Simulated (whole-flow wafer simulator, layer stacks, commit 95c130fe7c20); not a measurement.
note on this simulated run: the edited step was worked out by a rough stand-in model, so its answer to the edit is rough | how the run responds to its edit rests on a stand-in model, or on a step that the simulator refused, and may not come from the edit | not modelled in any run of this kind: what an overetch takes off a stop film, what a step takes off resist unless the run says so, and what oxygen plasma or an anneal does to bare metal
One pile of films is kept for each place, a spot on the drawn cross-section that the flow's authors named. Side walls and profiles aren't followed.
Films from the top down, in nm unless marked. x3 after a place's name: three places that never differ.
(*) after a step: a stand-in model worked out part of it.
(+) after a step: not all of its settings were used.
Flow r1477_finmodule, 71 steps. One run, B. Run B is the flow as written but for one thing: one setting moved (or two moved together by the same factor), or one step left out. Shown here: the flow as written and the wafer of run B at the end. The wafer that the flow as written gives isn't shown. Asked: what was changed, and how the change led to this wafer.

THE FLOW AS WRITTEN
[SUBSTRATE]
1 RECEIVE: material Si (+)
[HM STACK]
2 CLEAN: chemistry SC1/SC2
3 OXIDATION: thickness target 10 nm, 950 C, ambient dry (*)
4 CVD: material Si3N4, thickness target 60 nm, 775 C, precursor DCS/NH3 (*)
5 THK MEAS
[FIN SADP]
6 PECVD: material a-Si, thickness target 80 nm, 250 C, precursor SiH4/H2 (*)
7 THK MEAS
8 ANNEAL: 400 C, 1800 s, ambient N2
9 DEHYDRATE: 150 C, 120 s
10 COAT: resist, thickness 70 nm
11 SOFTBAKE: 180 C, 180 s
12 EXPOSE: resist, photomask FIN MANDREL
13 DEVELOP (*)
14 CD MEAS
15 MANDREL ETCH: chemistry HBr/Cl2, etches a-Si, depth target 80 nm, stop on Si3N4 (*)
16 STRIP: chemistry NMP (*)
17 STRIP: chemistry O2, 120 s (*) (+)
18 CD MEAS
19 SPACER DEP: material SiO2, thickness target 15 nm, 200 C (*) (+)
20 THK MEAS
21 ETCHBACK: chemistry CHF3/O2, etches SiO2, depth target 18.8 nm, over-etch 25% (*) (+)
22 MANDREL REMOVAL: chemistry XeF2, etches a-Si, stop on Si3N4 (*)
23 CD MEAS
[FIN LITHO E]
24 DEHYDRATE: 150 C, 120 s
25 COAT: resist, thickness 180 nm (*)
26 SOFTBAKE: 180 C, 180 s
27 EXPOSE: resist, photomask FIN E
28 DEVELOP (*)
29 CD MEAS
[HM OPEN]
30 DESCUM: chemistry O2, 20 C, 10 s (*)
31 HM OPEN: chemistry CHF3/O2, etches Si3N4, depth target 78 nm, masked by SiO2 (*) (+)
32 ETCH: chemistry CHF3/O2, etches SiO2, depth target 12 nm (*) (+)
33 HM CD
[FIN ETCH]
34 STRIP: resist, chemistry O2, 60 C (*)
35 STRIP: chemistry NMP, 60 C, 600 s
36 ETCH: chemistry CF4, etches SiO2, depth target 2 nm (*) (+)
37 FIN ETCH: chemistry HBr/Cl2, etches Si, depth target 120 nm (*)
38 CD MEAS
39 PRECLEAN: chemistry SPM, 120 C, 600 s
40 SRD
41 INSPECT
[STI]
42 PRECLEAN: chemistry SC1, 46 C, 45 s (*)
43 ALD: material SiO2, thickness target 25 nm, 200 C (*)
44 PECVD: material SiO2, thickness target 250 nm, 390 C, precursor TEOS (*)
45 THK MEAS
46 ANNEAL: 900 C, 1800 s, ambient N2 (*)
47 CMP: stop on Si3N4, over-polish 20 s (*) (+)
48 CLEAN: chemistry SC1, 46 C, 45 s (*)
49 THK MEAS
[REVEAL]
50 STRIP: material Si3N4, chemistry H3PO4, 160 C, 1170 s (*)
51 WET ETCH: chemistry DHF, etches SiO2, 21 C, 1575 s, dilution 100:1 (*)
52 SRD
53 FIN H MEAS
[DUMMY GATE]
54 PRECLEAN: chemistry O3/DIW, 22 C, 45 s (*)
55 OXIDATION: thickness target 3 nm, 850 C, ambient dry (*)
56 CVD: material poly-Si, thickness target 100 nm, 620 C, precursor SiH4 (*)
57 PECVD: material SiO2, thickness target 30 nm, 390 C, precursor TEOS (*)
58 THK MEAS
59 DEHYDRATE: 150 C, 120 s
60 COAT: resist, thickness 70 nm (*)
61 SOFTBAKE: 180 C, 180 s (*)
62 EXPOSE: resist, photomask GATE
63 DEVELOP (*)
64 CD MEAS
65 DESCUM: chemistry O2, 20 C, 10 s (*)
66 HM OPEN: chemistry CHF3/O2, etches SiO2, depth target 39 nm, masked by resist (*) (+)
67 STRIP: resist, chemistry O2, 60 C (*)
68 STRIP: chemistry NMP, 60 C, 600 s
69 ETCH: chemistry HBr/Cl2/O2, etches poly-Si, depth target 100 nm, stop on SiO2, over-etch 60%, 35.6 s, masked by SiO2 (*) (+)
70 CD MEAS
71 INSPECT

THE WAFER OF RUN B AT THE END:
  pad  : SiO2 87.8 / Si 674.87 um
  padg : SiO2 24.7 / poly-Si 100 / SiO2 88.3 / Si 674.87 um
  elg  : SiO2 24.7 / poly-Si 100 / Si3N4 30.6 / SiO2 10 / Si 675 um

The cause: step 51, WET ETCH: 1851 s was run, where the flow has 1575 s.

How the change led to this, step by step:
  51 WET ETCH: chemistry DHF, etches SiO2, 21 C, 1575 s, dilution 100:1 (*)
      pad, padg, e40sg and 12 more: SiO2 -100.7 (as written it would be: SiO2 -85.7)
      elg, e40lg, e100lg, e200lg, elo, e40lo, e100lo, e200lo: SiO2 -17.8 (all of it), Si3N4 -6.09 (as written it would be: SiO2 -17.8 (all of it), Si3N4 -4.97)
      (and at 7 more places)
  56 CVD: material poly-Si, thickness target 100 nm, 620 C, precursor SiH4 (*)
      s40cg, s40co: poly-Si +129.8 (new film) (as written it would be: poly-Si +113.9 (new film))
      s45cg, s45co: poly-Si +129.8 (new film) (as written it would be: poly-Si +113.4 (new film))
      (and at 3 more places)
  60 COAT: resist, thickness 70 nm (*)
      e40sg, eso, e40so: resist +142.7 (new film) (as written it would be: resist +129.5 (new film))
      e100sg, e100so: resist +142.6 (new film) (as written it would be: resist +129.4 (new film))
      (and at 14 more places)
  63 DEVELOP (*)
      eso, e40so: resist -142.7 (all of it) (as written it would be: resist -129.5 (all of it))
      e100so: resist -142.6 (all of it) (as written it would be: resist -129.4 (all of it))
      (and at 7 more places)
  67 STRIP: resist, chemistry O2, 60 C (*)
      e40lg, e100lg, e200lg: resist -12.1 (all of it) (as written it would be: resist -12.8 (all of it))
      e40sg: resist -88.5 (all of it) (as written it would be: resist -75.4 (all of it))
      (and at 8 more places)
  69 ETCH: chemistry HBr/Cl2/O2, etches poly-Si, depth target 100 nm, stop on SiO2, over-etch 60%, 35.6 s, masked by SiO2 (*) (+)
      s40co: chemical SiO2 -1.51 (all of it), poly-Si -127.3 (all of it), SiO2 -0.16 (as written it would be: chemical SiO2 -1.46 (all of it), poly-Si -111.5 (all of it), SiO2 -0.24)
      s45co: chemical SiO2 -1.51 (all of it), poly-Si -127.3 (all of it), SiO2 -0.16 (as written it would be: chemical SiO2 -1.46 (all of it), poly-Si -110.9 (all of it), SiO2 -0.25)
      (and at 1 more place)
